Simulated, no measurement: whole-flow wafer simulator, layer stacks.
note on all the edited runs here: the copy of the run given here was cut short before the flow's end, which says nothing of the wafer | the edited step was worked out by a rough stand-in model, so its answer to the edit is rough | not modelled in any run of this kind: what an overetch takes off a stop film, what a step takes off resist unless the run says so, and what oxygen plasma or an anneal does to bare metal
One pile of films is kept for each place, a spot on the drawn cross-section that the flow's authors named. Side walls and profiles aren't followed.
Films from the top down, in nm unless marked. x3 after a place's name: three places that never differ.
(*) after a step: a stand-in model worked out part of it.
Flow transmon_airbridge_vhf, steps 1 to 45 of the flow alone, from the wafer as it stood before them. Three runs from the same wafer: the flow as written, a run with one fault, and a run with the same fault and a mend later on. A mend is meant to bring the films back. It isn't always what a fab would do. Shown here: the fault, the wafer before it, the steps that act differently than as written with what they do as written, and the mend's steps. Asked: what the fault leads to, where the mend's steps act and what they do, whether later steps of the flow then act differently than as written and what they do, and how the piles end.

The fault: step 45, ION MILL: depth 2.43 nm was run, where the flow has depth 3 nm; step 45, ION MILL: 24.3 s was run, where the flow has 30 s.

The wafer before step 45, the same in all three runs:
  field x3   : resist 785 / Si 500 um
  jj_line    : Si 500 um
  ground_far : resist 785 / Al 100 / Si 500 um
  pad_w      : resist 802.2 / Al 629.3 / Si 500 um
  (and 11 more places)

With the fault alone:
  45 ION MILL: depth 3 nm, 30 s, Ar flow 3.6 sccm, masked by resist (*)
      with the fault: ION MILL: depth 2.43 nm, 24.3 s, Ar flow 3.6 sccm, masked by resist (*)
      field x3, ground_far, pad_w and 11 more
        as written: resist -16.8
        with the fault: resist -13.6
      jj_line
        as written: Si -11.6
        with the fault: Si -9.42
  No later step of the flow acts differently than as written at any place that is followed.
  At the end the piles differ from the flow's only slightly at the places that both follow, by at most 2% or 0.5 nm, whichever is larger.

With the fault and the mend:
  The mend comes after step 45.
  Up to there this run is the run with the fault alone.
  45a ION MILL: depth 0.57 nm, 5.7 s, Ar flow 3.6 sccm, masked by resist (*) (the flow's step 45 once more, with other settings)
      field x3, ground_far, pad_w and 11 more
        resist -3.19
      jj_line
        Si -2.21
  No later step of the flow acts differently than as written at any place that is followed.
  At the end the piles are the same as the flow's at every place that both follow.
